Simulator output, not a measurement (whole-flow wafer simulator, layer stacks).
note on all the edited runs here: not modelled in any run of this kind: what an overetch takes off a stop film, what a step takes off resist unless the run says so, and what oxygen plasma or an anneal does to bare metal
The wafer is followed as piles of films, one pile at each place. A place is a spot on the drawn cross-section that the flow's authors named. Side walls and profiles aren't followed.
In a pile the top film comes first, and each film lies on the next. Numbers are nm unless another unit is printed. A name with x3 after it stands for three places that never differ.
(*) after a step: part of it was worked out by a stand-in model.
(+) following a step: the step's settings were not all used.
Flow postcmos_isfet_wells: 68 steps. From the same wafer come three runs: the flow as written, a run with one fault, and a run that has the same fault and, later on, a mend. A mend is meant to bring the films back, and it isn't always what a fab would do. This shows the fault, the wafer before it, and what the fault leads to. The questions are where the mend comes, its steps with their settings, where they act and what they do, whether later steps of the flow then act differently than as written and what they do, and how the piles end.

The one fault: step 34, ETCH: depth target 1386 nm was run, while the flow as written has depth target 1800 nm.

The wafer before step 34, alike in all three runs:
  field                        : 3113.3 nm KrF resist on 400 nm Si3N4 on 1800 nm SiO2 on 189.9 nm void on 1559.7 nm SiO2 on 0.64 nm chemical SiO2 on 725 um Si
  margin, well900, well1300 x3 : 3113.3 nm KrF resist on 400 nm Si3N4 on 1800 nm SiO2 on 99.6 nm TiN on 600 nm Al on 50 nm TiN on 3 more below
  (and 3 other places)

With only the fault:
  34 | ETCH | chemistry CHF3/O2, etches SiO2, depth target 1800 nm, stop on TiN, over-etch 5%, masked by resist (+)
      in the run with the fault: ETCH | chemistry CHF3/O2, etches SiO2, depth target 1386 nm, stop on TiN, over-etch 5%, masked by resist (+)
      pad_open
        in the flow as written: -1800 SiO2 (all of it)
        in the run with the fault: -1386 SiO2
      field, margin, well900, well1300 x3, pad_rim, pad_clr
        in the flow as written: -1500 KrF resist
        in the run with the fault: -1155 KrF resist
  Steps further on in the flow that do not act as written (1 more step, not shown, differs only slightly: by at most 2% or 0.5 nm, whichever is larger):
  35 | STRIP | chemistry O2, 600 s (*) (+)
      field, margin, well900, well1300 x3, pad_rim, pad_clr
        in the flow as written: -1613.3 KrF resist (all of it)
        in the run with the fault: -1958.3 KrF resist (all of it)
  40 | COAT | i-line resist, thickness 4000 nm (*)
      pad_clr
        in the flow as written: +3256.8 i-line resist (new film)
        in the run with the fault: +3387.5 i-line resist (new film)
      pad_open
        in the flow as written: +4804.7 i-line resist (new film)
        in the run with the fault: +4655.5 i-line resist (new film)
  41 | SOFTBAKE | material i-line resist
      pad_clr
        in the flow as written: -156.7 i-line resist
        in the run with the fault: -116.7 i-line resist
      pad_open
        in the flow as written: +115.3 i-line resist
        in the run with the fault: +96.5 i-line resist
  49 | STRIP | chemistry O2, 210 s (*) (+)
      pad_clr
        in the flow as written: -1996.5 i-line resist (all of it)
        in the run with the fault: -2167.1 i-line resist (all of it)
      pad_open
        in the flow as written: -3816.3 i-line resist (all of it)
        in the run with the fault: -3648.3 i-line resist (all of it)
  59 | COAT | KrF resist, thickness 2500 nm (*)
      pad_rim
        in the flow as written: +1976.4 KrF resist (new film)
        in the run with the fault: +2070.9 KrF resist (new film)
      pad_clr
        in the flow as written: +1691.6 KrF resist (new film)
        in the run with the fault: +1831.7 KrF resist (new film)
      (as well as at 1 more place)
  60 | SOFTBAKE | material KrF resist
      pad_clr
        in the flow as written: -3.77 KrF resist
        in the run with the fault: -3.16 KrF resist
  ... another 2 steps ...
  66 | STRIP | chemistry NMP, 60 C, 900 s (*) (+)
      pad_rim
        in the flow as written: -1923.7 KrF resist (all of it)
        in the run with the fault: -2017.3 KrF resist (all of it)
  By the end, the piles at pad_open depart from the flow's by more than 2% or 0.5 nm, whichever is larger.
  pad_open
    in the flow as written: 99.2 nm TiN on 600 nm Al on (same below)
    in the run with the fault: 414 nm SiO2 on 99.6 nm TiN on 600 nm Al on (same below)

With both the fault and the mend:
  After step 34 comes the mend.
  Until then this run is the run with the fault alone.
  34a | ETCH | chemistry CHF3/O2, etches SiO2, depth target 414 nm, stop on TiN, over-etch 5%, masked by resist (the flow's step 34, run once more with other settings)
      field, margin, well900, well1300 x3, pad_rim, pad_clr
        -345 KrF resist
      pad_open
        -414 SiO2 (all of it)
  Later steps of the flow that are run all act as written at every place that is followed.
  The piles end the same as the flow's at every place that both follow.
